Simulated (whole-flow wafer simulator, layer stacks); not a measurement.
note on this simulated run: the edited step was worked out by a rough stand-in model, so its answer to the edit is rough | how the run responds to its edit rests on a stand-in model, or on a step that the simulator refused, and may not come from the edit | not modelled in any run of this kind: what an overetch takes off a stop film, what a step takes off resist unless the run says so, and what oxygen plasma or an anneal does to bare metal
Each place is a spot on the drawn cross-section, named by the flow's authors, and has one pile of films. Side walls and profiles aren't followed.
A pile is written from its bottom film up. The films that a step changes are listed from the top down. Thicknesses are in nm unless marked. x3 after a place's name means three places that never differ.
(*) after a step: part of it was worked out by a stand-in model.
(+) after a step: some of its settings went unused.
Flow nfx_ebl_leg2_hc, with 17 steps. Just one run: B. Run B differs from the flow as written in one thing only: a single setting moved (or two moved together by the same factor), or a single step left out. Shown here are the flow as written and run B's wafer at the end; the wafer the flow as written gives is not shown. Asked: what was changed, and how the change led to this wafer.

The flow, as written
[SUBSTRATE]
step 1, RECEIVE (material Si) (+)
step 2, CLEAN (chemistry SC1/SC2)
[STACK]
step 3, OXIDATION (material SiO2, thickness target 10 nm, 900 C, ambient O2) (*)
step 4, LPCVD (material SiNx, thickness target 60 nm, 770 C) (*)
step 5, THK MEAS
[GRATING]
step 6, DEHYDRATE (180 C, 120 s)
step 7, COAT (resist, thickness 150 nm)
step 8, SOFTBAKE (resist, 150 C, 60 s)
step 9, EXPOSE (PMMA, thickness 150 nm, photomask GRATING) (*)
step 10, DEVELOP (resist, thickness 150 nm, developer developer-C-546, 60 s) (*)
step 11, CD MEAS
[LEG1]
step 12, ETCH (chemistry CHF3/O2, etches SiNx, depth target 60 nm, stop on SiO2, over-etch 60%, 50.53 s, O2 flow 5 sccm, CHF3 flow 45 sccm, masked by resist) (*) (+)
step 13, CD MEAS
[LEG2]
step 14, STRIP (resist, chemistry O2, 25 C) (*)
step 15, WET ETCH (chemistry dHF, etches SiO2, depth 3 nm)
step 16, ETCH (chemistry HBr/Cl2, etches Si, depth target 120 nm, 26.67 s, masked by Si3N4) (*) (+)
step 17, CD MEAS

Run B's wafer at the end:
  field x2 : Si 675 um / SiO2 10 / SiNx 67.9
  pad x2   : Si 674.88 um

The reason: step 4, LPCVD: thickness target 79.3 nm was run, whereas the flow has thickness target 60 nm.

Step by step, how the change led to this:
  step 4, LPCVD (material SiNx, thickness target 60 nm, 770 C) (*)
      field x2, pad x2: SiNx gains 79.3 (new film) (it would be, as written: SiNx gains 60 (new film))
  step 12, ETCH (chemistry CHF3/O2, etches SiNx, depth target 60 nm, stop on SiO2, over-etch 60%, 50.53 s, O2 flow 5 sccm, CHF3 flow 45 sccm, masked by resist) (*) (+)
      pad x2: SiNx loses 79.3 (all of it), SiO2 loses 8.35 (it would be, as written: SiNx loses 60 (all of it), SiO2 loses 10 (all of it))
  step 14, STRIP (resist, chemistry O2, 25 C) (*)
      pad x2: nothing (it would be, as written: chemical SiO2 gains 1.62 (new film), Si loses 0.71)
  step 15, WET ETCH (chemistry dHF, etches SiO2, depth 3 nm)
      pad x2: SiO2 loses 1.65 (all of it) (it would be, as written: chemical SiO2 loses 1.62 (all of it))
